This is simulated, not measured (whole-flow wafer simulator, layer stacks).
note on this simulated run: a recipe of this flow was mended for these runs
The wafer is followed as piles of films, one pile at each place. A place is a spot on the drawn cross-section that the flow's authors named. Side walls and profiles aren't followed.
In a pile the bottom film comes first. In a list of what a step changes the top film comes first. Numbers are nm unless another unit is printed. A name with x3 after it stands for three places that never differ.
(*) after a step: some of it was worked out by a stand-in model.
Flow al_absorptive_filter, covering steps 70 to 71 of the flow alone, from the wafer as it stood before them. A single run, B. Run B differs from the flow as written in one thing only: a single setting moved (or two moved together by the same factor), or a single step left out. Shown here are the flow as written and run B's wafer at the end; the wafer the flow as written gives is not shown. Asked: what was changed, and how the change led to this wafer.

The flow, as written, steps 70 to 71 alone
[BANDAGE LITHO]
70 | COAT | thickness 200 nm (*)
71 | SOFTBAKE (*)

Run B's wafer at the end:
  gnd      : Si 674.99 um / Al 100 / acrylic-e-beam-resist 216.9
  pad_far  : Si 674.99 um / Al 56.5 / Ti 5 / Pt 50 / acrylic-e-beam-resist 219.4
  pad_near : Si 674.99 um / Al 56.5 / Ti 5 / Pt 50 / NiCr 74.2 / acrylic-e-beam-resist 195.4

The reason: step 70, COAT: thickness 216 nm was run, though the flow has thickness 200 nm.

How this came from the change, step by step:
  70 | COAT | thickness 200 nm (*)
      xa_field, xl_land, idc_field: +216 acrylic-e-beam-resist (new film) (as written it would have been: +200 acrylic-e-beam-resist (new film))
      gnd: +216.9 acrylic-e-beam-resist (new film) (as written it would have been: +200.9 acrylic-e-beam-resist (new film))
      (also at 10 further places)
